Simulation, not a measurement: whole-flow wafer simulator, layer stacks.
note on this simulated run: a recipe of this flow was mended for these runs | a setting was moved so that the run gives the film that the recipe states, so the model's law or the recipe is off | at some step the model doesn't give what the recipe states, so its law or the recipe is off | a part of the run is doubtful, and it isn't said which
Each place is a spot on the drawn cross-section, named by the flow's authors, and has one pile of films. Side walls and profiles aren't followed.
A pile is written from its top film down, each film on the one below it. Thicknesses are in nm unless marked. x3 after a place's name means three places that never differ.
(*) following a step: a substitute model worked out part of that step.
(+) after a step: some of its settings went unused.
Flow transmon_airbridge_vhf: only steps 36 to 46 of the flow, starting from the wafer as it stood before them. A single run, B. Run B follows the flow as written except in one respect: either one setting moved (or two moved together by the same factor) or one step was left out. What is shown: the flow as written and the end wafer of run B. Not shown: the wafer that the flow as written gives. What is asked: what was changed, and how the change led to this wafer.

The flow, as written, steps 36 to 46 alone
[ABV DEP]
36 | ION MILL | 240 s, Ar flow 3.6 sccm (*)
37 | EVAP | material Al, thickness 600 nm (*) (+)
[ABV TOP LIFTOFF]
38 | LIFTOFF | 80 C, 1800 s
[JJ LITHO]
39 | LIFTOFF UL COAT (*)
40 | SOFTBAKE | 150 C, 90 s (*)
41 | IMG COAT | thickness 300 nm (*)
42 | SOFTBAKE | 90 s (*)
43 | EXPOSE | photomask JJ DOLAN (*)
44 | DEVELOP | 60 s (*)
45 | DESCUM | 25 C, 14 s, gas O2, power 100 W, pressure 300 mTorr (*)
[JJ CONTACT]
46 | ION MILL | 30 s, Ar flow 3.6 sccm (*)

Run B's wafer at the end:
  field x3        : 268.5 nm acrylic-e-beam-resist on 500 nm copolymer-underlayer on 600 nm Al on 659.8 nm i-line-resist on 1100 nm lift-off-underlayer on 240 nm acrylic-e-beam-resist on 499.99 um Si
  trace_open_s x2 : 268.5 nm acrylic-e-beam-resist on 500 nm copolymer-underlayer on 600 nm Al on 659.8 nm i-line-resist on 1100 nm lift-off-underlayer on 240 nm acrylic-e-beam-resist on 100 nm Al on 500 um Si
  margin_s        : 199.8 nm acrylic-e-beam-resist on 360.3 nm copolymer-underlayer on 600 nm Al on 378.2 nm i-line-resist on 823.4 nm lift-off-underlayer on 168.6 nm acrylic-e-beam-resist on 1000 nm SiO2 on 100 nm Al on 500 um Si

The reason: step 38, LIFTOFF: 80 C, 1800 s, was not run.

Step by step, how the change led to this:
  39 | LIFTOFF UL COAT (*)
      pad_w x2: copolymer-underlayer gains 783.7 (new film) (as written it would have been: copolymer-underlayer gains 513.6 (new film))
      flank_w x2: copolymer-underlayer gains 329.3 (new film) (as written it would have been: copolymer-underlayer gains 308 (new film))
      (also at 6 further places)
  41 | IMG COAT | thickness 300 nm (*)
      pad_w x2: acrylic-e-beam-resist gains 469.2 (new film) (as written it would have been: acrylic-e-beam-resist gains 300.2 (new film))
      flank_w x2: acrylic-e-beam-resist gains 287.4 (new film) (as written it would have been: acrylic-e-beam-resist gains 217.1 (new film))
      (also at 6 further places)
  46 | ION MILL | 30 s, Ar flow 3.6 sccm (*)
      jj_line: Al loses 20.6 (as written it would have been: Si loses 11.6)
With metal films that touch counted as one body, field x3 has 1 body; the flow as written gives 0 bodies.
With metal films that touch counted as one body, trace_open_s x2 has 2 bodies (between them, from the top down: i-line-resist 659.8 / lift-off-underlayer 1100 / acrylic-e-beam-resist 240); the flow as written gives 1 body.
With metal films that touch counted as one body, margin_s has 2 bodies (between them, from the top down: i-line-resist 378.2 / lift-off-underlayer 823.4 / acrylic-e-beam-resist 168.6 / SiO2 1000); the flow as written gives 1 body.
